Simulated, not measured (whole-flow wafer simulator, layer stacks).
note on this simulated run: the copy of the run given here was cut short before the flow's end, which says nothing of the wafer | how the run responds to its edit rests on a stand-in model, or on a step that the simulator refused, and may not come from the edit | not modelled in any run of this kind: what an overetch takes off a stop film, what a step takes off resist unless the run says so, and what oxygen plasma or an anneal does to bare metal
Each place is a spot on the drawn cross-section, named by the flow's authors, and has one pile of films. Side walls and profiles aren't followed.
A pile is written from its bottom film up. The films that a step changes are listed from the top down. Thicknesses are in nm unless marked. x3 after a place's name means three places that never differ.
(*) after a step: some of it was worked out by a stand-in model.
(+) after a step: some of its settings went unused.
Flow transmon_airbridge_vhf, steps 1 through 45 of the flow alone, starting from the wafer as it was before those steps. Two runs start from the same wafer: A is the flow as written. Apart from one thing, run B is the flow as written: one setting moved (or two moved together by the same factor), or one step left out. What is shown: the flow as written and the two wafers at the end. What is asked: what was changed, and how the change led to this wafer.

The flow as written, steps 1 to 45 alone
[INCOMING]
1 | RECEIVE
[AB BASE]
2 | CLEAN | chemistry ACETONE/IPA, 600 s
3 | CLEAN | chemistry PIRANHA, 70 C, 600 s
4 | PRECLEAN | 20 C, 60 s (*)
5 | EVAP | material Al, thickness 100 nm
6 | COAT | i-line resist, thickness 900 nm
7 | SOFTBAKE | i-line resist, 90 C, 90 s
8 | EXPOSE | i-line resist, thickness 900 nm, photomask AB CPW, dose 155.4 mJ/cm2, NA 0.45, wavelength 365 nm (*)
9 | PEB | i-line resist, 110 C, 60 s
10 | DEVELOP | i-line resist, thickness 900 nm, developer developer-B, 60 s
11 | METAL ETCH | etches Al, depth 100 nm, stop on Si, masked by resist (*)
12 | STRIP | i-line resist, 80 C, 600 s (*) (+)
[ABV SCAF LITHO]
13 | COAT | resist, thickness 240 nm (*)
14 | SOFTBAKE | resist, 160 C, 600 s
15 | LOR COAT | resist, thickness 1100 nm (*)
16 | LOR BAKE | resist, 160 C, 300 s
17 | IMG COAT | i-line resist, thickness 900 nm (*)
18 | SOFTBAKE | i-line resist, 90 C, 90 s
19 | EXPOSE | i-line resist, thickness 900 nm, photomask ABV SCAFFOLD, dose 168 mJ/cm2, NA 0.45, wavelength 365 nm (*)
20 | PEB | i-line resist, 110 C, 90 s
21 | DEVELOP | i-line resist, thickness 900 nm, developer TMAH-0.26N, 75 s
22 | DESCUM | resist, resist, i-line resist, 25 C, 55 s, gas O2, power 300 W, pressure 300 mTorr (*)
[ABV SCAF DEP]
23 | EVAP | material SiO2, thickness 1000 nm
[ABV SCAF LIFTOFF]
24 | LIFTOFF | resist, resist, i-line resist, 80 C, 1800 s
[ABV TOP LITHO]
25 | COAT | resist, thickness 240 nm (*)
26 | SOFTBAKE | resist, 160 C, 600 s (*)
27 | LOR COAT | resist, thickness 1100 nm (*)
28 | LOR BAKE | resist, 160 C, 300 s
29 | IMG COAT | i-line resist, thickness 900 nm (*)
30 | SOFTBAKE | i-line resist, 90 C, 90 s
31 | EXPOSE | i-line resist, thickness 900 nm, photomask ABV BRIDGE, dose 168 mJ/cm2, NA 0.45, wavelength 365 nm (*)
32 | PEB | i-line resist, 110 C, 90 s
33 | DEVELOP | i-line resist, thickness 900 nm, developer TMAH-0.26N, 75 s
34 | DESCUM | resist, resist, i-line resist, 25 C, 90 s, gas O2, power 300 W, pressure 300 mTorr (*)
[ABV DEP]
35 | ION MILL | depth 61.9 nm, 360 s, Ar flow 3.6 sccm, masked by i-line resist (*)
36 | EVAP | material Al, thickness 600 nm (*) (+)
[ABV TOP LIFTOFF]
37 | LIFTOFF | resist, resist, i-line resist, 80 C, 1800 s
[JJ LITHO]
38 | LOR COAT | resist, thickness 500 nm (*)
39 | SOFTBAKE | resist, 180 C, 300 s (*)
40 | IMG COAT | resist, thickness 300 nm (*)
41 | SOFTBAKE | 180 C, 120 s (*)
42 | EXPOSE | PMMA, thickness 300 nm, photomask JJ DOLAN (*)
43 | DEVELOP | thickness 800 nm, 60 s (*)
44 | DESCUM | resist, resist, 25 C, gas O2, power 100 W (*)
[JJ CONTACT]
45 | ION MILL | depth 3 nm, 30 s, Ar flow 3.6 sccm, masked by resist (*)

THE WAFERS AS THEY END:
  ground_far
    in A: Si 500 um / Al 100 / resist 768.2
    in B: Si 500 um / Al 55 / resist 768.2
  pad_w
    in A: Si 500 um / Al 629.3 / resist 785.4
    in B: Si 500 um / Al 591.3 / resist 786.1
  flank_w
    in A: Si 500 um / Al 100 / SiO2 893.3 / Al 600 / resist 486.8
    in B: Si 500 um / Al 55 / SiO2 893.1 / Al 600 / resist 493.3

The reason: step 5, EVAP: thickness 55 nm was run, whereas the flow has thickness 100 nm.
The wafer lets one read it off: ground_far has Al 55, and step 5 as written asks for 100 nm.

Step by step, how the change led to this:
  5 | EVAP | material Al, thickness 100 nm
      field x3, jj_line, ground_far and 12 more: A +100 Al (new film) | B +55 Al (new film)
  11 | METAL ETCH | etches Al, depth 100 nm, stop on Si, masked by resist (*)
      ground_far, pad_w, flank_w and 8 more: A -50 i-line resist | B -41.2 i-line resist
      field x3, jj_line, gap_w, gap_e: A -100 Al (all of it) | B -55 Al (all of it)
  13 | COAT | resist, thickness 240 nm (*)
      flank_w, flank_e: A +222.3 resist (new film) | B +229.8 resist (new film)
  22 | DESCUM | resist, resist, i-line resist, 25 C, 55 s, gas O2, power 300 W, pressure 300 mTorr (*)
      flank_w, flank_e: A -222.3 resist (all of it) | B -229.8 resist (all of it)
  25 | COAT | resist, thickness 240 nm (*)
      flank_w, flank_e: A +152.6 resist (new film) | B +157.8 resist (new film)
      gap_w, gap_e: A +210.7 resist (new film) | B +205.9 resist (new film)
  34 | DESCUM | resist, resist, i-line resist, 25 C, 90 s, gas O2, power 300 W, pressure 300 mTorr (*)
      flank_w, flank_e: A -152.6 resist (all of it) | B -157.8 resist (all of it)
      gap_w, gap_e: A -210.7 resist (all of it) | B -205.9 resist (all of it)
  35 | ION MILL | depth 61.9 nm, 360 s, Ar flow 3.6 sccm, masked by i-line resist (*)
      pad_w, pad_e: A -61.9 Al | B -55 Al (all of it), -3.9 Si
  36 | EVAP | material Al, thickness 600 nm (*) (+)
      pad_w, pad_e: A +591.2 Al | B +591.3 Al (new film)
  40 | IMG COAT | resist, thickness 300 nm (*)
      flank_w, flank_e: A +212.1 resist | B +219.1 resist
